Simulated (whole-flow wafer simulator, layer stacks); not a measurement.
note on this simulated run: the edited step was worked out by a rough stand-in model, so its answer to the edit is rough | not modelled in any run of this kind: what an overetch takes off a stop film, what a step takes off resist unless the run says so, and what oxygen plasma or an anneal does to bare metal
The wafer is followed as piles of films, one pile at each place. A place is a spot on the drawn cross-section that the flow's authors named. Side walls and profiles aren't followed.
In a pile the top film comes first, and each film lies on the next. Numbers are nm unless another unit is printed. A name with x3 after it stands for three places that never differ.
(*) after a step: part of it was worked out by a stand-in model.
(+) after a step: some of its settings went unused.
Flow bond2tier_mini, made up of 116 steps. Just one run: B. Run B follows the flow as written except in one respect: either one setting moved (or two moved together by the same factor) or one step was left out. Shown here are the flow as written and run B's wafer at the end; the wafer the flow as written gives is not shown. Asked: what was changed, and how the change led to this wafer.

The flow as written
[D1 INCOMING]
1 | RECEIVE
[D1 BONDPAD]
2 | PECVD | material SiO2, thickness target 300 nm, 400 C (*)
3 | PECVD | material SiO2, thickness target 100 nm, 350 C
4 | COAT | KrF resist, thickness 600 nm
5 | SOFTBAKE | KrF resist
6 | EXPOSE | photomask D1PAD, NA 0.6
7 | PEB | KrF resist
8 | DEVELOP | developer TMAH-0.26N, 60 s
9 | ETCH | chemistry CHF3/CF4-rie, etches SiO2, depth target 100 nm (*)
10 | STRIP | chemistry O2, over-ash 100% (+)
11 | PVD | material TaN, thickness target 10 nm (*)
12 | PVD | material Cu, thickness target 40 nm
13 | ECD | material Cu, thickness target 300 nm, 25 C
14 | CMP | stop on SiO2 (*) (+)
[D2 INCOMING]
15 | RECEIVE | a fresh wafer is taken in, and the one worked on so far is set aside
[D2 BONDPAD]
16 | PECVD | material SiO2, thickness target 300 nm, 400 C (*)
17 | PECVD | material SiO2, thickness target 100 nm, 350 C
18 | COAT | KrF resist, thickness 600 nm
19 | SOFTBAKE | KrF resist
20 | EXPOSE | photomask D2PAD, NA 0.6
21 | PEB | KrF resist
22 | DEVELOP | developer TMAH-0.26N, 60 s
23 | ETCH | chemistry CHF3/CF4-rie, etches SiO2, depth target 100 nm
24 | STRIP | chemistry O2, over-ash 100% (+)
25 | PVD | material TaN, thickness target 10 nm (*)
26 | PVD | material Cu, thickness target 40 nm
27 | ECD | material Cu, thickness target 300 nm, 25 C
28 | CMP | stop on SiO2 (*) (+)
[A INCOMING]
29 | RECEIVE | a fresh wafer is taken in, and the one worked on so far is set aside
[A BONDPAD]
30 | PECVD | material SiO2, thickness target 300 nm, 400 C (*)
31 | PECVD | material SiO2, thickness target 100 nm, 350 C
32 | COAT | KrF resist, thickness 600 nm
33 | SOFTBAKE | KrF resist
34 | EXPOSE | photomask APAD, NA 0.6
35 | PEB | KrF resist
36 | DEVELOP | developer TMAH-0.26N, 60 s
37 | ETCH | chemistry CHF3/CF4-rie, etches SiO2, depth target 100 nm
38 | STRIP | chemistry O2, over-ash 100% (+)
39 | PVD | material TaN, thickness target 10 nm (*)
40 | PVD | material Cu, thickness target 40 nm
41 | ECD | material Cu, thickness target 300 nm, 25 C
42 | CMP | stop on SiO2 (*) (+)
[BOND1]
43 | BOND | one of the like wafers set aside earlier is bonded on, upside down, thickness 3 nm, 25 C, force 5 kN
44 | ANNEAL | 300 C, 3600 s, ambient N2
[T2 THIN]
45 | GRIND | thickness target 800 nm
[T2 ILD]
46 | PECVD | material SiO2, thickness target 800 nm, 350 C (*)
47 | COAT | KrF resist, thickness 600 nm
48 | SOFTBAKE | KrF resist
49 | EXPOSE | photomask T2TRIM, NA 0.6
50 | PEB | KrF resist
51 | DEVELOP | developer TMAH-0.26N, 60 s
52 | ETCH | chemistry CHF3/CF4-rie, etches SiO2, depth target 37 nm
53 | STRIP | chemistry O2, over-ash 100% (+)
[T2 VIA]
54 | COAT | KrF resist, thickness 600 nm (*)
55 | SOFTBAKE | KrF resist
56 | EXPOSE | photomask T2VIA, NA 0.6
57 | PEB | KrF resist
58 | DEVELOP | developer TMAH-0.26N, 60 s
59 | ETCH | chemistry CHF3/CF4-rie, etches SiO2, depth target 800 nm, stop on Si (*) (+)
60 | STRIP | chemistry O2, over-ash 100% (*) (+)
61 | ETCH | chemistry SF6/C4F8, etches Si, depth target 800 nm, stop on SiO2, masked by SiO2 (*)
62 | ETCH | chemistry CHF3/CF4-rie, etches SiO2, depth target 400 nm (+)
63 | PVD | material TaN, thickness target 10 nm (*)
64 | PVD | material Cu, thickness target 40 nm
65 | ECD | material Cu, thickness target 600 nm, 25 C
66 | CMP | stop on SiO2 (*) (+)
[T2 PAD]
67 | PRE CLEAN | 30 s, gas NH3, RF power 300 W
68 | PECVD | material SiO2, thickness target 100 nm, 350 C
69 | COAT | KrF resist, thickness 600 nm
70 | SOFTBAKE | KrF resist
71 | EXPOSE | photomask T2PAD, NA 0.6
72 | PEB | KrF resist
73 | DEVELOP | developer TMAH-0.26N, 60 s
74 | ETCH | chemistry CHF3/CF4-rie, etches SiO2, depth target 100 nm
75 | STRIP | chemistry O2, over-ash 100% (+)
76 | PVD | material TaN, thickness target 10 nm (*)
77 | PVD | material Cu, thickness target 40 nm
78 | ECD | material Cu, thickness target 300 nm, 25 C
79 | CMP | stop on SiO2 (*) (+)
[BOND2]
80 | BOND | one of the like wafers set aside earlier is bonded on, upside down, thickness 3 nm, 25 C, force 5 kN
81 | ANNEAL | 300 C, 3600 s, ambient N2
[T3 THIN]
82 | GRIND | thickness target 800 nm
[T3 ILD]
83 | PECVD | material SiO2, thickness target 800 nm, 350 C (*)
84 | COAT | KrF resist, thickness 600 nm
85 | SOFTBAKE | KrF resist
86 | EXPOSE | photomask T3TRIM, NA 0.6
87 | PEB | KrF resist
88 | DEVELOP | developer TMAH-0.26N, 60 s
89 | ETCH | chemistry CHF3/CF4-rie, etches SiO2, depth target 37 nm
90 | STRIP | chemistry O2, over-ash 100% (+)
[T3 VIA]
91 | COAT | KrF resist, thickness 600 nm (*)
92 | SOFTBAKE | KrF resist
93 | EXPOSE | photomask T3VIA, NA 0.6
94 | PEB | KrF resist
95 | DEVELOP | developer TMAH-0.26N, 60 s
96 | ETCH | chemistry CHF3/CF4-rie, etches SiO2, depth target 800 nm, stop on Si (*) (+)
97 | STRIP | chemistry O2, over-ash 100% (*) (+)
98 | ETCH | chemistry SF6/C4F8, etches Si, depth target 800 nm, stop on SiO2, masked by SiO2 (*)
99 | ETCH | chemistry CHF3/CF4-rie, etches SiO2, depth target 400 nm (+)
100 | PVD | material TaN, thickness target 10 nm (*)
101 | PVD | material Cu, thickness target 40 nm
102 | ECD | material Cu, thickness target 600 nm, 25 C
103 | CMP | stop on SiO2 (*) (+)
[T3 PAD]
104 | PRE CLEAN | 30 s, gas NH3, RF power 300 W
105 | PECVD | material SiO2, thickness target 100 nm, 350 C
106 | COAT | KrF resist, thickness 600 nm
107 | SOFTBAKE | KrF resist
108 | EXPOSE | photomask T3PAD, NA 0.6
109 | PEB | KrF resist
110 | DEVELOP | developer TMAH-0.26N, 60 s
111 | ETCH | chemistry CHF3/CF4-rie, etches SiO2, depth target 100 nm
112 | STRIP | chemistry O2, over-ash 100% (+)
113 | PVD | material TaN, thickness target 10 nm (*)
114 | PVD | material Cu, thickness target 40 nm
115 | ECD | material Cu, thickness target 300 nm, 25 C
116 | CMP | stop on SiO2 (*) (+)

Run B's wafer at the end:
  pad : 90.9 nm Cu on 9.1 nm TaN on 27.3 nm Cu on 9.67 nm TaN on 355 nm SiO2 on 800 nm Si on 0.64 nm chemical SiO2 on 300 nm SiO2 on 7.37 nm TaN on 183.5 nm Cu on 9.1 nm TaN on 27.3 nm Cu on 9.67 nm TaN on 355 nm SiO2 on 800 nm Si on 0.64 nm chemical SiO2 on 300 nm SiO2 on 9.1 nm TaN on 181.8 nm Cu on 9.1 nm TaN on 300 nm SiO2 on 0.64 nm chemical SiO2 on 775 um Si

What caused this: step 25, PVD: thickness target 8.1 nm was run, whereas the flow has thickness target 10 nm.

How this came from the change, step by step:
  25 | PVD | material TaN, thickness target 10 nm (*)
      field: TaN gains 8.1 (new film) (as written it would have been: TaN gains 10 (new film))
      pad: TaN gains 7.37 (new film) (as written it would have been: TaN gains 9.1 (new film))
      (and at 1 other place as well)
  28 | CMP | stop on SiO2 (*) (+)
      field: Cu loses 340 (all of it), TaN loses 8.1 (all of it) (as written it would have been: Cu loses 340 (all of it), TaN loses 10 (all of it))
  80 | BOND | one of the like wafers set aside earlier is bonded on, upside down, thickness 3 nm, 25 C, force 5 kN
      pad: Si gains 775 um (new film), chemical SiO2 gains 0.64 (new film), SiO2 gains 300 (new film), TaN gains 7.37 (new film), Cu gains 92.6 (as written it would have been: Si gains 775 um (new film), chemical SiO2 gains 0.64 (new film), SiO2 gains 300 (new film), TaN gains 9.1 (new film), Cu gains 90.9)
